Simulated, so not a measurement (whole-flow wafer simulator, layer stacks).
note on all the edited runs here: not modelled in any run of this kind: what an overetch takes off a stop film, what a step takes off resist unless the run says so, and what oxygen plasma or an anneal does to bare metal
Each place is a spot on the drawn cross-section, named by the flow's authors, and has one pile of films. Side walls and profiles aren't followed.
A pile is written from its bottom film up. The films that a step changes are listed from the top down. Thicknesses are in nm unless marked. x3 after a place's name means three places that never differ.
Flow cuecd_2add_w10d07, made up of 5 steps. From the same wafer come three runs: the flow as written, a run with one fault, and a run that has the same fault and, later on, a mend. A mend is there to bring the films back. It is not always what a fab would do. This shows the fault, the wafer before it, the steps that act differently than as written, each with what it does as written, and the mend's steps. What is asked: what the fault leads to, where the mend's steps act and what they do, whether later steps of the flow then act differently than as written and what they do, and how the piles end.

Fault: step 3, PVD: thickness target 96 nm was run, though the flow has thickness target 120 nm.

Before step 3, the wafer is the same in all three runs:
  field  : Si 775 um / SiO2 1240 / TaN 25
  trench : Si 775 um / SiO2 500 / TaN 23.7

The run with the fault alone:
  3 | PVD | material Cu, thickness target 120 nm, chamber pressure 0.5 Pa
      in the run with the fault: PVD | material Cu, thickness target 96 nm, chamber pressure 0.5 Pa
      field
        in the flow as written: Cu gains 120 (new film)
        in the run with the fault: Cu gains 96 (new film)
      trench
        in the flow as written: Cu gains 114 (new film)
        in the run with the fault: Cu gains 91.1 (new film)
  Every later step of the flow that is run acts as written at every place that is followed.
  At field, trench, the piles at the end differ from the flow's by more than 2% or 0.5 nm, whichever is larger.
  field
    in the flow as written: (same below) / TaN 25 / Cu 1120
    in the run with the fault: (same below) / TaN 25 / Cu 1096
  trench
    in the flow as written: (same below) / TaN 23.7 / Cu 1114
    in the run with the fault: (same below) / TaN 23.7 / Cu 1091.1

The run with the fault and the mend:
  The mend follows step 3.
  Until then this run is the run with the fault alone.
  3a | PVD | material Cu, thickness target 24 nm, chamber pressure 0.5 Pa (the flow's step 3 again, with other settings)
      field
        Cu gains 24
      trench
        Cu gains 22.7
  Every later step of the flow that is run acts as written at every place that is followed.
  When the end is reached, the piles differ only a little from the flow's at the places that both follow, at most by 2% or 0.5 nm, whichever is larger.
